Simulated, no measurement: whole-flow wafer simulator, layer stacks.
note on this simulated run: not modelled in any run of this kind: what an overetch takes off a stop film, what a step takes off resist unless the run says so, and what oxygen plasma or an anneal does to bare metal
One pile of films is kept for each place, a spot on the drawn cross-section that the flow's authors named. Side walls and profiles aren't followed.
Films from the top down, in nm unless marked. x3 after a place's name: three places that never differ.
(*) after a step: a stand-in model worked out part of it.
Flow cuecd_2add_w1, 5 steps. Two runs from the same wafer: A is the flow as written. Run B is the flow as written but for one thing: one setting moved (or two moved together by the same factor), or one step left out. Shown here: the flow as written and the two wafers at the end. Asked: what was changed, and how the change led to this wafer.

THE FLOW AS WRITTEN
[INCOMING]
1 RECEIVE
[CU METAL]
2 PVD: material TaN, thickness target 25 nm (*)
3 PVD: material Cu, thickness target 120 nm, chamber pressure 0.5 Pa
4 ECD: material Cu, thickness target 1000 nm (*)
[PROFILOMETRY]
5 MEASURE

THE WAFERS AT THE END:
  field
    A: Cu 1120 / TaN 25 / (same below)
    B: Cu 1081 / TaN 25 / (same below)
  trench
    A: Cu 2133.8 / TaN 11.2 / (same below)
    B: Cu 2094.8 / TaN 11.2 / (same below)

The cause: step 3, PVD: thickness target 81 nm was run, where the flow has thickness target 120 nm.

How the change led to this, step by step:
  3 PVD: material Cu, thickness target 120 nm, chamber pressure 0.5 Pa
      field: A Cu +120 (new film) | B Cu +81 (new film)
      trench: A Cu +53.6 (new film) | B Cu +36.6 (new film)
